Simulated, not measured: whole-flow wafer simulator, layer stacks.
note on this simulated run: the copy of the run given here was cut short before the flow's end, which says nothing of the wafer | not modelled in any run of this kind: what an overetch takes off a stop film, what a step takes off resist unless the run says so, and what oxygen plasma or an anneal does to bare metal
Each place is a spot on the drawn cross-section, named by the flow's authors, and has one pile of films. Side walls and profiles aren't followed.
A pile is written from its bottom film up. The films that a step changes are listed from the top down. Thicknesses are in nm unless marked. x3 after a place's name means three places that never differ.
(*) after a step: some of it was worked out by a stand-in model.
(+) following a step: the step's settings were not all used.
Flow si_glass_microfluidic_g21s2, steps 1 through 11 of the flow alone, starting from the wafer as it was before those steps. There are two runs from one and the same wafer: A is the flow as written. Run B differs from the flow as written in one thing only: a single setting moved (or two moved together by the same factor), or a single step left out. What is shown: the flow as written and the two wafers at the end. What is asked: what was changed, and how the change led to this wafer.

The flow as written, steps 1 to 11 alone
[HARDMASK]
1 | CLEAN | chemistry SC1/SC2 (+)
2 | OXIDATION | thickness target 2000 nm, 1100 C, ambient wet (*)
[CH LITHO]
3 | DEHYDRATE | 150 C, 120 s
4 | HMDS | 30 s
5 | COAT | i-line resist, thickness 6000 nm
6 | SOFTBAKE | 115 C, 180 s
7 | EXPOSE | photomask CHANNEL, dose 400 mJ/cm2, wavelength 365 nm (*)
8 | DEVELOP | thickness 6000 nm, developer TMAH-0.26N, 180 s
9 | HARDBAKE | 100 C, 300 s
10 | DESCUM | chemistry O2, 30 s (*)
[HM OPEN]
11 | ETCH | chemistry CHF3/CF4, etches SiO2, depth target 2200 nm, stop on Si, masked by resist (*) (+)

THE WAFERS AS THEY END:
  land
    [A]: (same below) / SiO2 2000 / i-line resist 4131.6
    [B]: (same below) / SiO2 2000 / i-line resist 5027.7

The reason: step 5, COAT: thickness 6900 nm was run, whereas the flow has thickness 6000 nm.

The path from the change to this, step by step:
  5 | COAT | i-line resist, thickness 6000 nm
      land, trench20 x3: A +6000 i-line resist (new film) | B +6900 i-line resist (new film)
  8 | DEVELOP | thickness 6000 nm, developer TMAH-0.26N, 180 s
      trench20 x3: A -6000 i-line resist (all of it) | B -6900 i-line resist (all of it)
  9 | HARDBAKE | 100 C, 300 s
      land: A -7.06 i-line resist | B -10.9 i-line resist
